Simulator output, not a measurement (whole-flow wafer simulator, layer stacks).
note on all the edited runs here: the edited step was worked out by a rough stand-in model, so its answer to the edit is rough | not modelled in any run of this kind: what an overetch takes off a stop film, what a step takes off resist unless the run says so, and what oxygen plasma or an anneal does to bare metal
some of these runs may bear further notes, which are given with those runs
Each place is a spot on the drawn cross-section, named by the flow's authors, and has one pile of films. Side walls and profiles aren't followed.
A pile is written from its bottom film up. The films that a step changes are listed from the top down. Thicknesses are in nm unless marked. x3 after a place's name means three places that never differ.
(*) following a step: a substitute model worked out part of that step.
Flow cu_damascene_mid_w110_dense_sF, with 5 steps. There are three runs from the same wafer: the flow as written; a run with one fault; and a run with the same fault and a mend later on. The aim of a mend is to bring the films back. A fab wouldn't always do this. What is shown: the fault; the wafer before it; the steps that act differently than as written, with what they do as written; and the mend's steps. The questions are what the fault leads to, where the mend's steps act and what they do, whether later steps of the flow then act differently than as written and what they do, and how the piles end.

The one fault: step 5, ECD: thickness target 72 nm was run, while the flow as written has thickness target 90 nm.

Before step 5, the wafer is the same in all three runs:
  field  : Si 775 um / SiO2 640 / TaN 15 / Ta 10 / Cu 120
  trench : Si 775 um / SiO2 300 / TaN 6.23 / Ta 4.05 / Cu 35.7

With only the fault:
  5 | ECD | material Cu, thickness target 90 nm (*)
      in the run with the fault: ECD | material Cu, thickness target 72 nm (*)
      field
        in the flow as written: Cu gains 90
        in the run with the fault: Cu gains 72
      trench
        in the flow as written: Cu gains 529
        in the run with the fault: Cu gains 511
  Later steps of the flow that are run all act as written at every place that is followed.
  By the end, the piles at field, trench depart from the flow's by more than 2% or 0.5 nm, whichever is larger.
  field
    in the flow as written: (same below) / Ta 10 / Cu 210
    in the run with the fault: (same below) / Ta 10 / Cu 192
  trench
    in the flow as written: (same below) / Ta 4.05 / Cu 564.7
    in the run with the fault: (same below) / Ta 4.05 / Cu 546.7

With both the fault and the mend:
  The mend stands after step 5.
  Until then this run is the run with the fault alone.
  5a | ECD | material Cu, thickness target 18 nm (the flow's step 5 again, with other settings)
      field, trench
        Cu gains 18
  Later steps of the flow that are run all act as written at every place that is followed.
  The piles end the same as the flow's at every place that both follow.
